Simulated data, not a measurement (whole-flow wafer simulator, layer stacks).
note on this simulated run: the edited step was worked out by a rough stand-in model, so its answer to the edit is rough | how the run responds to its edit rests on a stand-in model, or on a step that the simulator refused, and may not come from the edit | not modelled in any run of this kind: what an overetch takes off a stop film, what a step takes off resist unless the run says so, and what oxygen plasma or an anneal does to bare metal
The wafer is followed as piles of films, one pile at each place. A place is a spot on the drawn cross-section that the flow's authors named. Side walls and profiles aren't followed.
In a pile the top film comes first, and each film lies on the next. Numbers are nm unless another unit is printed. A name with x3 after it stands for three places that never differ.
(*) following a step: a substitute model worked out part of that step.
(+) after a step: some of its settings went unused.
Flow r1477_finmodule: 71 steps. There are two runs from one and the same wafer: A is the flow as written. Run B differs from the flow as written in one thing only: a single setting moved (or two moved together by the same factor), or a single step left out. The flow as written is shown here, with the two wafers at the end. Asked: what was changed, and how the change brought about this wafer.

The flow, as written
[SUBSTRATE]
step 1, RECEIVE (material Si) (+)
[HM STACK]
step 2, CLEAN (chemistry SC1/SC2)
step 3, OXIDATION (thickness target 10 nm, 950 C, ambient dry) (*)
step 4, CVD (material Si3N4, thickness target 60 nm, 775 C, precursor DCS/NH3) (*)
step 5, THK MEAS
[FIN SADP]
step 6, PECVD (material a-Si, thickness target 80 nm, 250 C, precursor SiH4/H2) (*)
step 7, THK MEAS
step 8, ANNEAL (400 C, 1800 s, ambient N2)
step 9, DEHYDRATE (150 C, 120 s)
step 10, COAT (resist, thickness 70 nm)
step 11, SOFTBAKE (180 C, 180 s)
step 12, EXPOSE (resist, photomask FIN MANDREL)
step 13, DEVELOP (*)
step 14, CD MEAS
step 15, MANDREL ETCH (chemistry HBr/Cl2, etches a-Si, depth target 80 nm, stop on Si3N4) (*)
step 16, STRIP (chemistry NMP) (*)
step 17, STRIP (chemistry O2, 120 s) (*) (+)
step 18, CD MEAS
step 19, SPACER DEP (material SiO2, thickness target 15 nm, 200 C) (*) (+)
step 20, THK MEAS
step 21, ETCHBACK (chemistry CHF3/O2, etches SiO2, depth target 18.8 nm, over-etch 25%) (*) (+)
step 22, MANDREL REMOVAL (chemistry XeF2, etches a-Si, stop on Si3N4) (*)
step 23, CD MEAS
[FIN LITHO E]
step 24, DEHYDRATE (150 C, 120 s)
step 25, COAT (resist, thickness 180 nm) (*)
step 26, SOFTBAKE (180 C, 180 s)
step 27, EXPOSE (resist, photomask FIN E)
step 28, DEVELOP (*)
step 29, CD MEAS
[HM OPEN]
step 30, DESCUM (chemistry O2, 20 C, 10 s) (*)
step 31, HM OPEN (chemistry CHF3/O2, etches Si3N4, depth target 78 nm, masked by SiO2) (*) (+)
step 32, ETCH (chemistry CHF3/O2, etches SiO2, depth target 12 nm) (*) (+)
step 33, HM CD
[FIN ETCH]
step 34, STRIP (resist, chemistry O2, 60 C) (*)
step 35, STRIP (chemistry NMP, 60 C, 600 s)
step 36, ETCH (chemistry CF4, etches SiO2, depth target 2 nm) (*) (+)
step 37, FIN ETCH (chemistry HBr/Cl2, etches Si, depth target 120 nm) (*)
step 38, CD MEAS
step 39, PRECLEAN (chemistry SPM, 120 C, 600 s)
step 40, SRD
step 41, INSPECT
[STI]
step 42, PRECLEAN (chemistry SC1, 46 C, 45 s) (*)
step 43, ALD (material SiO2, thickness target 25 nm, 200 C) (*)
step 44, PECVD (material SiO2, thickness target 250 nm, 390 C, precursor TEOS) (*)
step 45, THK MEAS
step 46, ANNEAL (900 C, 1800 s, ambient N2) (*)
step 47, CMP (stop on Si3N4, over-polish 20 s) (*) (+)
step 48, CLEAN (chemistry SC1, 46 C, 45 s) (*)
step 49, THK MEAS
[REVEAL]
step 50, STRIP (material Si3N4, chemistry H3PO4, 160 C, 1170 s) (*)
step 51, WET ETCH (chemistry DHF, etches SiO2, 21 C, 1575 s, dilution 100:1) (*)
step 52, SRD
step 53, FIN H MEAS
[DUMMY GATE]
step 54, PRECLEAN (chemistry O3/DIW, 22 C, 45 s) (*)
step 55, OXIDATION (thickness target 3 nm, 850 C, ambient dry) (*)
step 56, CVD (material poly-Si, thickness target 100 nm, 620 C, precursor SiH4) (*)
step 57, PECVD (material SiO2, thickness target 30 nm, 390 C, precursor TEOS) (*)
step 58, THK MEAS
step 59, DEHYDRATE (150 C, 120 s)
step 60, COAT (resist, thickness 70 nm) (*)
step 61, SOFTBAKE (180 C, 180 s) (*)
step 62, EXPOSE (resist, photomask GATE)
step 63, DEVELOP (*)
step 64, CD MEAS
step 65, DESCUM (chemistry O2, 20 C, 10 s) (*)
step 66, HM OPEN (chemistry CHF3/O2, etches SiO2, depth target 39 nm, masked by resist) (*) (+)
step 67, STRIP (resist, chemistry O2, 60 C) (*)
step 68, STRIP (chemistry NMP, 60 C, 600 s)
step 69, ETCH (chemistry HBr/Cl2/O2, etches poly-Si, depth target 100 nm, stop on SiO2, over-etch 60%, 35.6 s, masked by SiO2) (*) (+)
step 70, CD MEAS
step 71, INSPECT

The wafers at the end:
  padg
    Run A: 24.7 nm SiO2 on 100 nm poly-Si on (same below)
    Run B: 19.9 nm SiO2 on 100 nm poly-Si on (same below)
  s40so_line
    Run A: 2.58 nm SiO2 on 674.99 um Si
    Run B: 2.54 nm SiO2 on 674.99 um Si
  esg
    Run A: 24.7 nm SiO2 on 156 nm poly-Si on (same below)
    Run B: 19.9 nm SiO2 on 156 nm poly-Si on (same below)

Cause: step 57, PECVD: thickness target 25.2 nm was run, whereas the flow has thickness target 30 nm.

How this came from the change, step by step:
  step 57, PECVD (material SiO2, thickness target 30 nm, 390 C, precursor TEOS) (*)
      pad, padg, elg and 33 more: A SiO2 gains 30 (new film) | B SiO2 gains 25.2 (new film)
  step 66, HM OPEN (chemistry CHF3/O2, etches SiO2, depth target 39 nm, masked by resist) (*) (+)
      pad, elo, eso and 15 more: A SiO2 loses 30 (all of it), poly-Si loses 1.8 | B SiO2 loses 25.2 (all of it), poly-Si loses 2.52
      padg, elg, esg and 15 more: A resist loses 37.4 | B resist loses 36.2
  step 67, STRIP (resist, chemistry O2, 60 C) (*)
      padg, elg, esg: A resist loses 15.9 (all of it) | B resist loses 17 (all of it)
      e40lg, e100lg, e200lg: A resist loses 12.8 (all of it) | B resist loses 13.9 (all of it)
      (as well as at 9 more places)
